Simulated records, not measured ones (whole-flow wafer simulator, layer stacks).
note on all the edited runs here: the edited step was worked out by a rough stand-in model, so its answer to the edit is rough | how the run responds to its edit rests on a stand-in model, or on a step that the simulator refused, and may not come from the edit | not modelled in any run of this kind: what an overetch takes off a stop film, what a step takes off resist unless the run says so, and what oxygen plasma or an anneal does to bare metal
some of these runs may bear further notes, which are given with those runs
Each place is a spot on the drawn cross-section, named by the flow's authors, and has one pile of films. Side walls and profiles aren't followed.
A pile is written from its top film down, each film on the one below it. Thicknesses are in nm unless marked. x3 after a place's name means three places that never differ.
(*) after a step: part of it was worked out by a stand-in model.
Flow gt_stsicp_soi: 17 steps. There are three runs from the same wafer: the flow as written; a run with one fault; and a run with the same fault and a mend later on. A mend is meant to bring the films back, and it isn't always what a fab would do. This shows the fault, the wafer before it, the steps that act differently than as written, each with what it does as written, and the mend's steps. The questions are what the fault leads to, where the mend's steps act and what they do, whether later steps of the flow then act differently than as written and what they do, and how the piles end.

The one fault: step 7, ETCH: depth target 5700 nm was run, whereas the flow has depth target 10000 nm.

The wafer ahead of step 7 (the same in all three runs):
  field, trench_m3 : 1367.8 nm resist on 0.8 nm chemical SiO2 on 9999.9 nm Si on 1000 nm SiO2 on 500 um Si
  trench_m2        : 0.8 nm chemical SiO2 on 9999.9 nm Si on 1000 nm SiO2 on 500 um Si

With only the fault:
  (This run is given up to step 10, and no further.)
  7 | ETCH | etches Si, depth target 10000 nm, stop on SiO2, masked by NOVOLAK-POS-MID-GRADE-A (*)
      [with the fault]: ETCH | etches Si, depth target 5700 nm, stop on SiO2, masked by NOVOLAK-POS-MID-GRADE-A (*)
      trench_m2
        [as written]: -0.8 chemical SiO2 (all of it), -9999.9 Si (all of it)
        [with the fault]: -0.8 chemical SiO2 (all of it), -5700 Si
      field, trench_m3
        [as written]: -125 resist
        [with the fault]: -71.2 resist
  Steps later in the flow that act otherwise than as written:
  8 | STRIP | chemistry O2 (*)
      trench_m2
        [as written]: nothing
        [with the fault]: +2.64 chemical SiO2 (new film), -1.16 Si
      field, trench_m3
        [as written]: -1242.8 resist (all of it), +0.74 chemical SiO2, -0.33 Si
        [with the fault]: -1296.6 resist (all of it), +0.75 chemical SiO2, -0.33 Si
  Once step 10 is done, the piles at trench_m2 depart from the flow's by more than 2% or 0.5 nm, whichever is larger.
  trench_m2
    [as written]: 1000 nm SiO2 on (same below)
    [with the fault]: 2.64 nm chemical SiO2 on 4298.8 nm Si on 1000 nm SiO2 on (same below)

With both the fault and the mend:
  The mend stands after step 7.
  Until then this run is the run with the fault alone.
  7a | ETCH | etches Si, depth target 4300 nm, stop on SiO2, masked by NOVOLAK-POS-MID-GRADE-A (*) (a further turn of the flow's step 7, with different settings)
      field, trench_m3
        -53.8 resist
      trench_m2
        -4299.9 Si (all of it)
  Later steps of the flow that are run all act as written at every place that is followed.
  The piles end the same as the flow's at every place that both follow.
